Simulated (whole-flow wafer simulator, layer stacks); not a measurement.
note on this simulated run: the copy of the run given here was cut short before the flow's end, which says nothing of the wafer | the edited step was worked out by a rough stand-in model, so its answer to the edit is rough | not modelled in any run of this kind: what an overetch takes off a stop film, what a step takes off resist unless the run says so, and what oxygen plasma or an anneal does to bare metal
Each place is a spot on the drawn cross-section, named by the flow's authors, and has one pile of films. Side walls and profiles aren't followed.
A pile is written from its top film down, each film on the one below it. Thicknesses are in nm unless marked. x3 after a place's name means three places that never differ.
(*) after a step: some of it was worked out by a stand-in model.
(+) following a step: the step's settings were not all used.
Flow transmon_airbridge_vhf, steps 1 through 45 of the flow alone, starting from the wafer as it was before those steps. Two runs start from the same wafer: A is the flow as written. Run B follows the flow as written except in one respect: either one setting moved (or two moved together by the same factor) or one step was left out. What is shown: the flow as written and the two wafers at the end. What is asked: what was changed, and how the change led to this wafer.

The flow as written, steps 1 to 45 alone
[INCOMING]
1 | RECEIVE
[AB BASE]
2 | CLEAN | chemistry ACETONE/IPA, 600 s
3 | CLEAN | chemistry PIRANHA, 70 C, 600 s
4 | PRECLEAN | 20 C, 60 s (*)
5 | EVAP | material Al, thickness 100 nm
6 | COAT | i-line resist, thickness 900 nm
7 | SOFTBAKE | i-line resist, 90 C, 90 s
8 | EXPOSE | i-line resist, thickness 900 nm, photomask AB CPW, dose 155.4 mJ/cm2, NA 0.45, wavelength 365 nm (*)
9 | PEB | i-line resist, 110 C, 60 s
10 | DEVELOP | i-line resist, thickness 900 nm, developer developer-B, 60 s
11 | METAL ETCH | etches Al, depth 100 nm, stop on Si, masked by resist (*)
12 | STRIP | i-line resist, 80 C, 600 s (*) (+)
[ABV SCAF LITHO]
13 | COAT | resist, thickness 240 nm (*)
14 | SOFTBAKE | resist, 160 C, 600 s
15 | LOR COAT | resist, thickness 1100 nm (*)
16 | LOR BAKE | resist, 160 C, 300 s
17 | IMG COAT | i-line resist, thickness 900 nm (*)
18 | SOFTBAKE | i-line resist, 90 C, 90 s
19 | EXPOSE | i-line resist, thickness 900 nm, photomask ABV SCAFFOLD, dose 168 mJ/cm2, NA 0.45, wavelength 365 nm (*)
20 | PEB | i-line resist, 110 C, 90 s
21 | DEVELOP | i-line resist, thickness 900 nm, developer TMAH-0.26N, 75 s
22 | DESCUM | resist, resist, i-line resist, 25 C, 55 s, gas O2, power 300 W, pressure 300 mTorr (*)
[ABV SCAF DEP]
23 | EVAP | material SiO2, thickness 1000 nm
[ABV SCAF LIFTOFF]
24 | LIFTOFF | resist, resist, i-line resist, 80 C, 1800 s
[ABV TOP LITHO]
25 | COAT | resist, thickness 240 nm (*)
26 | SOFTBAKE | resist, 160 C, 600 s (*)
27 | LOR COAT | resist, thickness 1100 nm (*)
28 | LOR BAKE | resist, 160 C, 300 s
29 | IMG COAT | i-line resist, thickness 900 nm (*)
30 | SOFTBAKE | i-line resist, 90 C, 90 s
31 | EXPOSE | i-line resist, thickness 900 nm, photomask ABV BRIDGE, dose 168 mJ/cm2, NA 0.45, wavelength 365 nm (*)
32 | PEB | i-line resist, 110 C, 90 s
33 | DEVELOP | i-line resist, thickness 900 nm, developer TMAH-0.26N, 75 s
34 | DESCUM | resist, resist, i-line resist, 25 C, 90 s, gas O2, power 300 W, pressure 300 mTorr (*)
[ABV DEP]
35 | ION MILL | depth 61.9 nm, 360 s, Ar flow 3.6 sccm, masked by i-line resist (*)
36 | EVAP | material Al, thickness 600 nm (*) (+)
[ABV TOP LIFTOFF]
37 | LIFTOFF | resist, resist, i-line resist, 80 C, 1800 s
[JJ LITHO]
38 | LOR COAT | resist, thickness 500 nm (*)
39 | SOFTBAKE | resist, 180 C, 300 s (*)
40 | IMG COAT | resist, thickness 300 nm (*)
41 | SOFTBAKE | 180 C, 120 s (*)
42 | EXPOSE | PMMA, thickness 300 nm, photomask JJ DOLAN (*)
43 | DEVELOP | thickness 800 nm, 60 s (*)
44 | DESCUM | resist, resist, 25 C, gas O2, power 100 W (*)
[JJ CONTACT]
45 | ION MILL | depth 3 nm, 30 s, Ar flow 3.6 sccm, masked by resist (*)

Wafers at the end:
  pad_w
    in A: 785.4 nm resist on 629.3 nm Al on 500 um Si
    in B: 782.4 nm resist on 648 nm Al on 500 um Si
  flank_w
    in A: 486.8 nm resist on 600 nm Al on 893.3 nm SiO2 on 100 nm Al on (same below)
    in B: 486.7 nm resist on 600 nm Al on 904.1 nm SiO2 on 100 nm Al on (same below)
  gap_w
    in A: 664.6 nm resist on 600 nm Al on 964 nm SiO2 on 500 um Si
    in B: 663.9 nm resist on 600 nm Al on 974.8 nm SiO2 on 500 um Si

The reason: step 35, ION MILL: depth 43.3 nm was run, though the flow has depth 61.9 nm; step 35, ION MILL: 252 s was run, where the flow has 360 s.

The path from the change to this, step by step:
  35 | ION MILL | depth 61.9 nm, 360 s, Ar flow 3.6 sccm, masked by i-line resist (*)
      field x3, jj_line, ground_far, trace_open_s x2, margin_s, margin_n: A i-line resist loses 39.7 | B i-line resist loses 27.8
      flank_w, gap_w, cpw_trace, gap_e, flank_e, bridge_strip: A SiO2 loses 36 | B SiO2 loses 25.2
      (as well as at 2 more places)
  37 | LIFTOFF | resist, resist, i-line resist, 80 C, 1800 s
      margin_s, margin_n: A Al loses 600 (all of it), i-line resist loses 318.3 (all of it), resist loses 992 (all of it) | B Al loses 600 (all of it), i-line resist loses 330.2 (all of it), resist loses 992 (all of it)
